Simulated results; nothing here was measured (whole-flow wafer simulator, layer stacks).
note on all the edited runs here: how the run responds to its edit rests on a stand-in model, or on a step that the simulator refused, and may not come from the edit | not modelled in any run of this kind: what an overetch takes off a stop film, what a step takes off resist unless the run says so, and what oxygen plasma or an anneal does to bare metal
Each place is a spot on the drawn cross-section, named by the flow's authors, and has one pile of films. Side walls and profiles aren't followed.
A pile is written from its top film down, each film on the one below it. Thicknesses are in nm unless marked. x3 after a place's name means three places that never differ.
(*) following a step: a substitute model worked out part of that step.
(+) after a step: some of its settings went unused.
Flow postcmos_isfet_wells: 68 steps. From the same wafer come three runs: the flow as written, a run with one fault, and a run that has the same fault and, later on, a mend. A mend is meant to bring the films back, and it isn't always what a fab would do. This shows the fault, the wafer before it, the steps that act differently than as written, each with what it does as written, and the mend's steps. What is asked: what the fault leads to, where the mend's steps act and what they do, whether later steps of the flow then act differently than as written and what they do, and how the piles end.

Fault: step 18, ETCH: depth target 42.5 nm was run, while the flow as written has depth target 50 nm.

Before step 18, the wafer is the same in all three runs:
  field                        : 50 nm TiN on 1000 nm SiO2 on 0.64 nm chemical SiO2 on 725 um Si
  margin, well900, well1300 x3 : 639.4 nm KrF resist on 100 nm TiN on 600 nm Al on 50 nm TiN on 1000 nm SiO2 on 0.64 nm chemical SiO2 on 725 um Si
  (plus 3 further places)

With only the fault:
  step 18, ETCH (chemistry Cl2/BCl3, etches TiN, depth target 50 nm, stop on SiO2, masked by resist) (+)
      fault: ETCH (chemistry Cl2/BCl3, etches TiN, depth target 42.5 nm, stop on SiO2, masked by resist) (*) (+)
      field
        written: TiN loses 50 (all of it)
        fault: TiN loses 42.5
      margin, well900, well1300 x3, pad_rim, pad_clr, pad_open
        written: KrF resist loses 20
        fault: KrF resist loses 17
  Steps further on in the flow that do not act as written (2 other steps are not shown; they differ only slightly, by no more than 2% or 0.5 nm, whichever is larger):
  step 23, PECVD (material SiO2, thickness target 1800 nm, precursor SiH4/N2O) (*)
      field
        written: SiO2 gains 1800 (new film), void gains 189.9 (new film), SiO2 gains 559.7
        fault: SiO2 gains 1800 (new film), void gains 184.5 (new film), SiO2 gains 558 (new film)
  At field, the piles at the end differ from the flow's by more than 2% or 0.5 nm, whichever is larger.
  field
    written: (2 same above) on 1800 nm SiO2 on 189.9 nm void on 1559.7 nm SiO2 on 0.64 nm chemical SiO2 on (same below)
    fault: (2 same above) on 1800 nm SiO2 on 184.5 nm void on 558 nm SiO2 on 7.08 nm TiN on 1000 nm SiO2 on 0.64 nm chemical SiO2 on (same below)

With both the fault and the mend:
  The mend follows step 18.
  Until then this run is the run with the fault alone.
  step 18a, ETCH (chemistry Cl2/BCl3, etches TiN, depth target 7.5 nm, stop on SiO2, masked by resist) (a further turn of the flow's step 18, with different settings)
      margin, well900, well1300 x3, pad_rim, pad_clr, pad_open
        KrF resist loses 3
      field
        TiN loses 7.5 (all of it)
  None of the later steps of the flow acts differently than as written at any place that is followed.
  The piles end the same as the flow's at every place that both follow.
